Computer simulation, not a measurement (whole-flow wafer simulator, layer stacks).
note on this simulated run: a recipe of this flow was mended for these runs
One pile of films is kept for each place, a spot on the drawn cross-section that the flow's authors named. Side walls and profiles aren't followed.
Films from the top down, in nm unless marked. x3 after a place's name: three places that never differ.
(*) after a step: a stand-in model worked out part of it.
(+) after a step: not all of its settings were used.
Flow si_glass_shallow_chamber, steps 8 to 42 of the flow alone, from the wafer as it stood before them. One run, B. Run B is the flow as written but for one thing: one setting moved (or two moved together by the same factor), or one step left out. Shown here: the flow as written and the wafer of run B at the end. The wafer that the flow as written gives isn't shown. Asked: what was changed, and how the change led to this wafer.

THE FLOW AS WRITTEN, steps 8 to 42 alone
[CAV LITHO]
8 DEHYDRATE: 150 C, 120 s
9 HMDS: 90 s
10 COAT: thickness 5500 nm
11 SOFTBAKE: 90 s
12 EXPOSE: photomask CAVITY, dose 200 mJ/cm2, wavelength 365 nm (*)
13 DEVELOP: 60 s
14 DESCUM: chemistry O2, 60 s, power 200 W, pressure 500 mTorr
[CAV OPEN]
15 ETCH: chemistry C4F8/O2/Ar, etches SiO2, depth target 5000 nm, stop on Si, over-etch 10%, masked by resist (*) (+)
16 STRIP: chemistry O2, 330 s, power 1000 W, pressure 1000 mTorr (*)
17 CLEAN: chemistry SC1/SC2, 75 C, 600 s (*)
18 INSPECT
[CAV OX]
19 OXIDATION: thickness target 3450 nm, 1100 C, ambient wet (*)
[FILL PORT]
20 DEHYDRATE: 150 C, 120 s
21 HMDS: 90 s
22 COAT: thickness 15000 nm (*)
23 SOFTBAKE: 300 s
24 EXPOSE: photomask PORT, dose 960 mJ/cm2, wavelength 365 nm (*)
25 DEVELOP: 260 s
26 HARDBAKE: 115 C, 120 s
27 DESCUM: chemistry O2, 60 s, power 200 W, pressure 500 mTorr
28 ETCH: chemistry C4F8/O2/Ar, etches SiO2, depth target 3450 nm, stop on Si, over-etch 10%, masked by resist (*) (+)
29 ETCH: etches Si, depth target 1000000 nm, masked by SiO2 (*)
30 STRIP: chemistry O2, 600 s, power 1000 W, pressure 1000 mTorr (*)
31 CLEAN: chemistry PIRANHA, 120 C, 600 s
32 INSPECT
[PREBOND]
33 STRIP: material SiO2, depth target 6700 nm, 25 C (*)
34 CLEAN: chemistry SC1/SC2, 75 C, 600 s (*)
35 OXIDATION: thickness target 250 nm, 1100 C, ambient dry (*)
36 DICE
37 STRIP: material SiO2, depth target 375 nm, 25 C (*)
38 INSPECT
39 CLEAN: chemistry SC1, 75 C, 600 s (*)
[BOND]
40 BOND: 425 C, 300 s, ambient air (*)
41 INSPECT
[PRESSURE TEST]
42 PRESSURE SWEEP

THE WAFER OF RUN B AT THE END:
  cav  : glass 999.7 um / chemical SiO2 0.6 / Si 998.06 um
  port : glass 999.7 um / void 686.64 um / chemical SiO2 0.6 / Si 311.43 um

The cause: step 15, ETCH: chemistry C4F8/O2/Ar, etches SiO2, depth target 5000 nm, stop on Si, over-etch 10%, masked by resist (*) (+), was left out.

How the change led to this, step by step:
  16 STRIP: chemistry O2, 330 s, power 1000 W, pressure 1000 mTorr (*)
      cav, port: nothing (as written it would be: chemical SiO2 +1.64 (new film), Si -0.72)
      rim, ramp, septum, ring: thick-i-line-resist -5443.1 (all of it) (as written it would be: thick-i-line-resist -4343.1 (all of it))
  17 CLEAN: chemistry SC1/SC2, 75 C, 600 s (*)
      cav, port: SiO2 -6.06 (as written it would be: chemical SiO2 -1.04, Si -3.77)
  19 OXIDATION: thickness target 3450 nm, 1100 C, ambient wet (*)
      cav, port: SiO2 +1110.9, Si -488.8 (as written it would be: SiO2 +3450 (new film), chemical SiO2 -0.6 (all of it), Si -1517.7)
  22 COAT: thickness 15000 nm (*)
      rim: thick-i-line-resist +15 um (new film) (as written it would be: thick-i-line-resist +13.4 um (new film))
      ramp: thick-i-line-resist +15 um (new film) (as written it would be: thick-i-line-resist +12.89 um (new film))
      (and at 4 more places)
  23 SOFTBAKE: 300 s
      rim: nothing (as written it would be: thick-i-line-resist -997)
      ramp: nothing (as written it would be: thick-i-line-resist -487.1)
      (and at 4 more places)
  25 DEVELOP: 260 s
      port: thick-i-line-resist -15 um (all of it) (as written it would be: thick-i-line-resist -16.16 um (all of it))
  26 HARDBAKE: 115 C, 120 s
      rim, ramp: thick-i-line-resist -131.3 (as written it would be: thick-i-line-resist -98.2)
      cav: thick-i-line-resist -131.3 (as written it would be: thick-i-line-resist -147.1)
  28 ETCH: chemistry C4F8/O2/Ar, etches SiO2, depth target 3450 nm, stop on Si, over-etch 10%, masked by resist (*) (+)
      port: SiO2 -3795 (as written it would be: SiO2 -3450 (all of it), Si -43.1)
  29 ETCH: etches Si, depth target 1000000 nm, masked by SiO2 (*)
      cav: thick-i-line-resist -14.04 um (all of it), SiO2 -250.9 (as written it would be: thick-i-line-resist -14.51 um)
      port: SiO2 -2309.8 (all of it), Si -686.64 um (as written it would be: hole +997.05 um (new film), Si -997.05 um (all of it))
      (and at 4 more places)
  30 STRIP: chemistry O2, 600 s, power 1000 W, pressure 1000 mTorr (*)
      cav: nothing (as written it would be: thick-i-line-resist -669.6 (all of it))
      port: chemical SiO2 +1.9 (new film), Si -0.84 (as written it would be: nothing)
  33 STRIP: material SiO2, depth target 6700 nm, 25 C (*)
      port: chemical SiO2 -1.9 (all of it) (as written it would be: nothing)
      rim, ramp: SiO2 -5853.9 (all of it) (as written it would be: SiO2 -4487.5 (all of it))
      (and at 2 more places)
  34 CLEAN: chemistry SC1/SC2, 75 C, 600 s (*)
      port: chemical SiO2 +0.6 (new film), Si -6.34 (as written it would be: nothing)
  35 OXIDATION: thickness target 250 nm, 1100 C, ambient dry (*)
      port: SiO2 +250 (new film), chemical SiO2 -0.6 (all of it), Si -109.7 (as written it would be: nothing)
  37 STRIP: material SiO2, depth target 375 nm, 25 C (*)
      port: SiO2 -250 (all of it) (as written it would be: nothing)
  39 CLEAN: chemistry SC1, 75 C, 600 s (*)
      port: chemical SiO2 +0.6 (new film), Si -6.34 (as written it would be: nothing)
  40 BOND: 425 C, 300 s, ambient air (*)
      cav: glass +999.7 um (new film) (as written it would be: glass +999.7 um (new film), void +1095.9 (new film))
      port: glass +999.7 um (new film), void +686.64 um (new film) (as written it would be: glass +999.7 um (new film), hole +1017.3)
